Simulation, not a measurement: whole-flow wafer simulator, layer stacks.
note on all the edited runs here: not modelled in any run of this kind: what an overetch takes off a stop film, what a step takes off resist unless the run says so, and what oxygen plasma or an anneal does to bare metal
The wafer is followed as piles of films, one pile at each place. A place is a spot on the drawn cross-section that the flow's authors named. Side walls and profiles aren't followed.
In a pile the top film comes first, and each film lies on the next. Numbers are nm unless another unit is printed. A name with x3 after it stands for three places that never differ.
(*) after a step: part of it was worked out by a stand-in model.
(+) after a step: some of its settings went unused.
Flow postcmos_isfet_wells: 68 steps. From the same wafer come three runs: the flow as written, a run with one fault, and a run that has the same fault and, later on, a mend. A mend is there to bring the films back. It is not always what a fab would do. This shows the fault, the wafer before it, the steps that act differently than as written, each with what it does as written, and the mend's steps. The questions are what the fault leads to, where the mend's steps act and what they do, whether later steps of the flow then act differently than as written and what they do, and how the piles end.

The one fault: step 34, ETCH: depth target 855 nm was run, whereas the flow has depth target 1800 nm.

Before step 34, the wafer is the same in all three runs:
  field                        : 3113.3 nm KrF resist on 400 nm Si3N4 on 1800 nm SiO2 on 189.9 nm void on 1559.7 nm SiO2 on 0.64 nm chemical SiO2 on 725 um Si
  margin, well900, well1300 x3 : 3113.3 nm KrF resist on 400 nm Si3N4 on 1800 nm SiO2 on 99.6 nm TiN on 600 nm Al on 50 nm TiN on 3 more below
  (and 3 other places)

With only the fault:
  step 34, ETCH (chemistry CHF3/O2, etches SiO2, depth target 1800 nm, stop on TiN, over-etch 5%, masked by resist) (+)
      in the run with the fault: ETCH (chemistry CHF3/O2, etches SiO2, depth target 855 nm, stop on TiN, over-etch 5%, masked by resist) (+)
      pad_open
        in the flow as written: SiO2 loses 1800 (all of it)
        in the run with the fault: SiO2 loses 855
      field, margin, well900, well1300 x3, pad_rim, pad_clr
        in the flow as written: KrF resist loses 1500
        in the run with the fault: KrF resist loses 712.5
  Steps later in the flow that act otherwise than as written (1 other step is not shown; it differs only slightly, by no more than 2% or 0.5 nm, whichever is larger):
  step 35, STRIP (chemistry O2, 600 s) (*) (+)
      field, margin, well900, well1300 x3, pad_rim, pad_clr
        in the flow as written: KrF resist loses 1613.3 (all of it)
        in the run with the fault: KrF resist loses 2400.8 (all of it)
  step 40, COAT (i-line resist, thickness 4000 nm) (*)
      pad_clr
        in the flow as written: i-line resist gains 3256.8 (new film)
        in the run with the fault: i-line resist gains 3560.3 (new film)
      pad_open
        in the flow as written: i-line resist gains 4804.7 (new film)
        in the run with the fault: i-line resist gains 4463.3 (new film)
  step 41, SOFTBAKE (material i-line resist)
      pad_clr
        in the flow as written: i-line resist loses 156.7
        in the run with the fault: i-line resist loses 71
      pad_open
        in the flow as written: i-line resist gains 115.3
        in the run with the fault: i-line resist gains 69.8
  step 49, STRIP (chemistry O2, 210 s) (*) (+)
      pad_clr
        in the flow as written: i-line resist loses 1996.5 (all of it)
        in the run with the fault: i-line resist loses 2385.7 (all of it)
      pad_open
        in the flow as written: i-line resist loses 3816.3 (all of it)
        in the run with the fault: i-line resist loses 3429.4 (all of it)
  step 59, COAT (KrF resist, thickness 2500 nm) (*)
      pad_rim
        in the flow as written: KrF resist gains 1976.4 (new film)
        in the run with the fault: KrF resist gains 2196.4 (new film)
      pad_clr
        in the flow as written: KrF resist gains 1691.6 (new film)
        in the run with the fault: KrF resist gains 2020.1 (new film)
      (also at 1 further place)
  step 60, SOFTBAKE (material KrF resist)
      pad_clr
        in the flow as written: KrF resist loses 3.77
        in the run with the fault: KrF resist loses 2.34
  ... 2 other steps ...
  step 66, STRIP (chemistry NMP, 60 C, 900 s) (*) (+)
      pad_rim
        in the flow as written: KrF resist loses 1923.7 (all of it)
        in the run with the fault: KrF resist loses 2141.7 (all of it)
  At pad_open, the piles at the end differ from the flow's by more than 2% or 0.5 nm, whichever is larger.
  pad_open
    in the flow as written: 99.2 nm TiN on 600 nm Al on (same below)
    in the run with the fault: 945 nm SiO2 on 99.6 nm TiN on 600 nm Al on (same below)

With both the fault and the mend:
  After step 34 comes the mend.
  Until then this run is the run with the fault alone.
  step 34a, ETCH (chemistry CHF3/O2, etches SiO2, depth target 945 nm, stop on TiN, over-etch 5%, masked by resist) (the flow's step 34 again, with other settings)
      field, margin, well900, well1300 x3, pad_rim, pad_clr
        KrF resist loses 787.5
      pad_open
        SiO2 loses 945 (all of it)
  Every later step of the flow that is run acts as written at every place that is followed.
  At every place that both follow, the piles at the end match the flow's.
